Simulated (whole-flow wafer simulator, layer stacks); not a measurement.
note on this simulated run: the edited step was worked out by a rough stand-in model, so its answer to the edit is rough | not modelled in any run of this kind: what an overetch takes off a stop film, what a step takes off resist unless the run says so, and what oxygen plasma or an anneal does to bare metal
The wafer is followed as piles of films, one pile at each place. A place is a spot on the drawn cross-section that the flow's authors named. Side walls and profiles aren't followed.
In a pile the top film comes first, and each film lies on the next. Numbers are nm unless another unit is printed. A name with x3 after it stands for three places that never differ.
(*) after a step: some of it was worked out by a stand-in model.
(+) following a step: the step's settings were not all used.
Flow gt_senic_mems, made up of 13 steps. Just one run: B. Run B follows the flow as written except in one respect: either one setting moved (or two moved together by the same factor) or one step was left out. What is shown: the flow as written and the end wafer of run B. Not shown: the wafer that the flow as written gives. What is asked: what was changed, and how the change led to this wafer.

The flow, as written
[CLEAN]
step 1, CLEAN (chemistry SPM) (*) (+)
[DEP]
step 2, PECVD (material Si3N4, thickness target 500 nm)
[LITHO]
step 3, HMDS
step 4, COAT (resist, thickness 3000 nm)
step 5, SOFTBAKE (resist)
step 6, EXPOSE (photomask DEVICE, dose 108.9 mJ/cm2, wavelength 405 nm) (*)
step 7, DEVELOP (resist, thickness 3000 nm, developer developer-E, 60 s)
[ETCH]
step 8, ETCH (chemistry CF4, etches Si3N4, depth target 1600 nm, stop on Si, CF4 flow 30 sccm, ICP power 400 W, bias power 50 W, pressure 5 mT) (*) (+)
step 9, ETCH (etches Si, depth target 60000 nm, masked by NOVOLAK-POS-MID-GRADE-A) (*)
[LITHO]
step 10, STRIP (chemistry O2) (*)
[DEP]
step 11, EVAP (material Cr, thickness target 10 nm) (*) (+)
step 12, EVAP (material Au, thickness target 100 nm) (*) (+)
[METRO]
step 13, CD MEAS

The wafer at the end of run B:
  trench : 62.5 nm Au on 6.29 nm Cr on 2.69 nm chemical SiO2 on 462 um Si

The reason: step 9, ETCH: depth target 63000 nm was run, whereas the flow has depth target 60000 nm.

The path from the change to this, step by step:
  step 9, ETCH (etches Si, depth target 60000 nm, masked by NOVOLAK-POS-MID-GRADE-A) (*)
      field: resist loses 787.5 (as written it would have been: resist loses 750)
      trench: Si loses 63 um (as written it would have been: Si loses 60 um)
  step 10, STRIP (chemistry O2) (*)
      field: resist loses 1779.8 (all of it) (as written it would have been: resist loses 1817.3 (all of it))
  step 12, EVAP (material Au, thickness target 100 nm) (*) (+)
      trench: Au gains 62.5 (new film) (as written it would have been: Au gains 64.1 (new film))
